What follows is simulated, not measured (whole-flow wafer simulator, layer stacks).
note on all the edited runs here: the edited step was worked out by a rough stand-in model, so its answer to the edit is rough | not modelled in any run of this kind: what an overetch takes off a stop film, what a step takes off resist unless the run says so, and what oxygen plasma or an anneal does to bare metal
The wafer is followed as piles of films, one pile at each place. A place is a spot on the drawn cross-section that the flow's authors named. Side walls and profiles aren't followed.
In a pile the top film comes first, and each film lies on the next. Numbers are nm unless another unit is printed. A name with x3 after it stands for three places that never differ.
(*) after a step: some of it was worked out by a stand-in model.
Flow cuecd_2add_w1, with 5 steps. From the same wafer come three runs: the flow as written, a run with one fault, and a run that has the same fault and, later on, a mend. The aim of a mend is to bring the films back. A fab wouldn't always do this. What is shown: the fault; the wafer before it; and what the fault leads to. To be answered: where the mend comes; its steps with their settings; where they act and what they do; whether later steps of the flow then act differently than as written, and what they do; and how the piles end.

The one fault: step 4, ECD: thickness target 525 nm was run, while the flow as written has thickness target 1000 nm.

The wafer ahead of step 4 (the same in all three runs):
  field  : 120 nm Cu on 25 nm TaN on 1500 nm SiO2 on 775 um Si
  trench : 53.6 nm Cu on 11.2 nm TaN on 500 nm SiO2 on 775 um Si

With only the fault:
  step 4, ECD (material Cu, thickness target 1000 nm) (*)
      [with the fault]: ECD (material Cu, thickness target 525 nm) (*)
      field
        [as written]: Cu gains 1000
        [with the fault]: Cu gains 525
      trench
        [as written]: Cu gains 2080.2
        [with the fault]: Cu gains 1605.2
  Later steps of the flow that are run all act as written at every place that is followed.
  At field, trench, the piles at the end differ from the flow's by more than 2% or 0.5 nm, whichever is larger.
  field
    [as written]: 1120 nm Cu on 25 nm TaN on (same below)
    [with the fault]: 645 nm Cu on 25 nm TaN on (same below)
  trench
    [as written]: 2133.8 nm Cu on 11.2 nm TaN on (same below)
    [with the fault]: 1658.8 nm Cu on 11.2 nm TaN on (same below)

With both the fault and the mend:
  The mend stands after step 5.
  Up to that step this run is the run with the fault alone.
  step 5a, ECD (material Cu, thickness target 475 nm) (a further turn of the flow's step 4, with different settings)
      field, trench
        Cu gains 475
  Later steps of the flow that are run all act as written at every place that is followed.
  At every place that both follow, the piles at the end match the flow's.
